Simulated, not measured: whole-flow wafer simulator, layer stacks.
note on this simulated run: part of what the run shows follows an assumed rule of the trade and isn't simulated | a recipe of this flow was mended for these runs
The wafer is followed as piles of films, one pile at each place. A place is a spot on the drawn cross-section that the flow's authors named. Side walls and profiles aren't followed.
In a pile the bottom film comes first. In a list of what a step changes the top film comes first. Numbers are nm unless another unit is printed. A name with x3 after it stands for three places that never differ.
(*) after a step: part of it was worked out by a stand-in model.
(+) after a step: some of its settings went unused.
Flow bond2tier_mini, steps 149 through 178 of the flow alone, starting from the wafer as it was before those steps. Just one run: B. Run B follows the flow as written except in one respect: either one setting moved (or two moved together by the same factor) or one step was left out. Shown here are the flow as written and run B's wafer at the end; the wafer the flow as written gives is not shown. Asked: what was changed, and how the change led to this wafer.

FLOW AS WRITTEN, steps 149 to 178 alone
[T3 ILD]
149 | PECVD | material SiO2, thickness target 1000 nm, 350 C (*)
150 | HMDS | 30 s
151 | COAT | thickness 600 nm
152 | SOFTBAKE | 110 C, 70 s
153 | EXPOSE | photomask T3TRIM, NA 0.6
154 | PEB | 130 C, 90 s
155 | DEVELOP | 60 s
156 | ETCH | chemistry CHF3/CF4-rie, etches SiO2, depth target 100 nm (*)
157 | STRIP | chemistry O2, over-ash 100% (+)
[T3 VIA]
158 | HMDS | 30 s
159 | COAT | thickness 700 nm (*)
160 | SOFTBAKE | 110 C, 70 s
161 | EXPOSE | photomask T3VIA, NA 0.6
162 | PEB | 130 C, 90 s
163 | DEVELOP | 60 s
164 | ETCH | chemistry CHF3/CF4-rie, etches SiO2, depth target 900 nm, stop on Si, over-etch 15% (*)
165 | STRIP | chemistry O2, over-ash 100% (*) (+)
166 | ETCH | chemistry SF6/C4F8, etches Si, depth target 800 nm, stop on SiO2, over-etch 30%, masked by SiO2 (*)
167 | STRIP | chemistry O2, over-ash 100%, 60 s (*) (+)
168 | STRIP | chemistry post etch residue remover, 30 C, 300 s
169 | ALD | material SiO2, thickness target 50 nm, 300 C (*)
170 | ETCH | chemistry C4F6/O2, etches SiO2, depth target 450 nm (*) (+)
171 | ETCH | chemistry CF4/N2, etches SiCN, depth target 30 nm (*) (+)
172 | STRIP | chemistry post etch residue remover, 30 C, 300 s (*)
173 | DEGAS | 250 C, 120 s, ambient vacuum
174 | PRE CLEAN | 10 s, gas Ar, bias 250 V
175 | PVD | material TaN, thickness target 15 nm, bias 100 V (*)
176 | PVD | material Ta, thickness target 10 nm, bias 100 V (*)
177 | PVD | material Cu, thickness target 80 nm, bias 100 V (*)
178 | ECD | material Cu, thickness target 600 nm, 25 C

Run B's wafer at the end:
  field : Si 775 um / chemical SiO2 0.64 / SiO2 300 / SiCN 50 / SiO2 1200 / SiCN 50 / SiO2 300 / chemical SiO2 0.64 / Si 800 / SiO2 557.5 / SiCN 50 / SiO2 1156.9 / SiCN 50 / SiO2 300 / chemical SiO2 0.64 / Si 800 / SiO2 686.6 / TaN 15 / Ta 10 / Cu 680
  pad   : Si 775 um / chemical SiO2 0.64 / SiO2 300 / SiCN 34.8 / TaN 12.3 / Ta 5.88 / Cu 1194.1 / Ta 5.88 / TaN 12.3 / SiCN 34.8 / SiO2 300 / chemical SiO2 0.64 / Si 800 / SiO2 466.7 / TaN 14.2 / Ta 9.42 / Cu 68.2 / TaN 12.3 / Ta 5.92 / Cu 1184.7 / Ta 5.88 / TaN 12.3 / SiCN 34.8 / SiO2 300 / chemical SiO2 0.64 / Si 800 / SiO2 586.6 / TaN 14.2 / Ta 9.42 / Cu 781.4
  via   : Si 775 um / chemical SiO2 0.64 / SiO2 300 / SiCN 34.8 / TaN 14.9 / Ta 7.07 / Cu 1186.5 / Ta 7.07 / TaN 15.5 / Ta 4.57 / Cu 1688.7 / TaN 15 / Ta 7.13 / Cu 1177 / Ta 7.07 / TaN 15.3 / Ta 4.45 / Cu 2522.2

What caused this: step 149, PECVD: thickness target 1120 nm was run, though the flow has thickness target 1000 nm.

Step by step, how the change led to this:
  149 | PECVD | material SiO2, thickness target 1000 nm, 350 C (*)
      field, pad, via: +1120 SiO2 (new film) (as written it would have been: +1000 SiO2 (new film))
  164 | ETCH | chemistry CHF3/CF4-rie, etches SiO2, depth target 900 nm, stop on Si, over-etch 15% (*)
      via: -1020 SiO2 (all of it), -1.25 Si (as written it would have been: -900 SiO2 (all of it), -11.2 Si)
  177 | PVD | material Cu, thickness target 80 nm, bias 100 V (*)
      via: +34 Cu (new film) (as written it would have been: +35 Cu (new film))
  178 | ECD | material Cu, thickness target 600 nm, 25 C
      via: +2488.2 Cu (as written it would have been: +2367 Cu)
